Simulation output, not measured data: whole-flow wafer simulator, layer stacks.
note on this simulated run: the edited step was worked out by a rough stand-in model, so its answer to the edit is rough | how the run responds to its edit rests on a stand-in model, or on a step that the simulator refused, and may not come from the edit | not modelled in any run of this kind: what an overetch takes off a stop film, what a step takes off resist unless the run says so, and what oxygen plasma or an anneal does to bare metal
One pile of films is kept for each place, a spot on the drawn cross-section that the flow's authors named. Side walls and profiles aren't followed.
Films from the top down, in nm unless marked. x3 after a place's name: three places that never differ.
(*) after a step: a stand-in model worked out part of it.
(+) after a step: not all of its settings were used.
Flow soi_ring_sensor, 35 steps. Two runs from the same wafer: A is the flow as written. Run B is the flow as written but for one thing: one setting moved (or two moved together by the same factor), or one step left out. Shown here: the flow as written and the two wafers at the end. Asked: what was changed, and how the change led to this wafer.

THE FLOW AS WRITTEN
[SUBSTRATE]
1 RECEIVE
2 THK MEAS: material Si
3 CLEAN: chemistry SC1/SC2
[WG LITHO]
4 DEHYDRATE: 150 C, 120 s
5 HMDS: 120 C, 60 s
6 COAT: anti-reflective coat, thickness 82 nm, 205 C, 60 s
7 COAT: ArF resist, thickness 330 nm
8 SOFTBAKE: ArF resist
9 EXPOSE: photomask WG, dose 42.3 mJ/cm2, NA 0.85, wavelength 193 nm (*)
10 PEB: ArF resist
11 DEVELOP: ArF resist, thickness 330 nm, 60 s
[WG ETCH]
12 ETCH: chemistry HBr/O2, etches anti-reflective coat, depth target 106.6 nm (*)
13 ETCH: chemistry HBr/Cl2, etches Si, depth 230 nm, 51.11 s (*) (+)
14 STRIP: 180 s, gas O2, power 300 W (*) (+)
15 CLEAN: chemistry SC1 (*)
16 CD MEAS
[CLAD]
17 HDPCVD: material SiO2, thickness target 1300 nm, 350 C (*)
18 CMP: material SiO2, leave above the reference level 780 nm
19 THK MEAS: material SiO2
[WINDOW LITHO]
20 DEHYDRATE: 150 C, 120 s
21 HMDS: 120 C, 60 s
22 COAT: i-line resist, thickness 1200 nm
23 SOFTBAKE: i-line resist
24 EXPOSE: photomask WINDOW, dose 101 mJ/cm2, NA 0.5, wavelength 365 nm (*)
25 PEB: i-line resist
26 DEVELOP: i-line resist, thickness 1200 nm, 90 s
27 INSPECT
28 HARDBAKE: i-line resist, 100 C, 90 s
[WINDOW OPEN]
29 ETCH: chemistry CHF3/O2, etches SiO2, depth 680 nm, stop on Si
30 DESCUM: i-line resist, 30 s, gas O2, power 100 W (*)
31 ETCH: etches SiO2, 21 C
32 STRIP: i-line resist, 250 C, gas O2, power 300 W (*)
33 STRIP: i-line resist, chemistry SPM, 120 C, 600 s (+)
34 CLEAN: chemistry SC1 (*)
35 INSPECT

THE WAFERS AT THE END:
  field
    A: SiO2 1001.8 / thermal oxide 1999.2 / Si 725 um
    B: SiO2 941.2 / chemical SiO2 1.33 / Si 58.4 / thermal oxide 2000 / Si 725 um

The cause: step 13, ETCH: depth 161 nm was run, where the flow has depth 230 nm; step 13, ETCH: 35.78 s was run, where the flow has 51.11 s.

How the change led to this, step by step:
  13 ETCH: chemistry HBr/Cl2, etches Si, depth 230 nm, 51.11 s (*) (+)
      gap, window, field, gap_clad: A Si -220 (all of it), thermal oxide -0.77 | B Si -161
      core, core_clad: A ArF resist -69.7 | B ArF resist -48.8
  14 STRIP: 180 s, gas O2, power 300 W (*) (+)
      gap, window, field, gap_clad: A nothing | B chemical SiO2 +1.33 (new film), Si -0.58
      core, core_clad: A ArF resist -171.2 (all of it), anti-reflective coat -82 (all of it), chemical SiO2 +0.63, Si -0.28 | B ArF resist -192.1 (all of it), anti-reflective coat -82 (all of it), chemical SiO2 +0.62, Si -0.27
  18 CMP: material SiO2, leave above the reference level 780 nm
      gap, window, field, gap_clad: A SiO2 -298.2 | B SiO2 -358.8
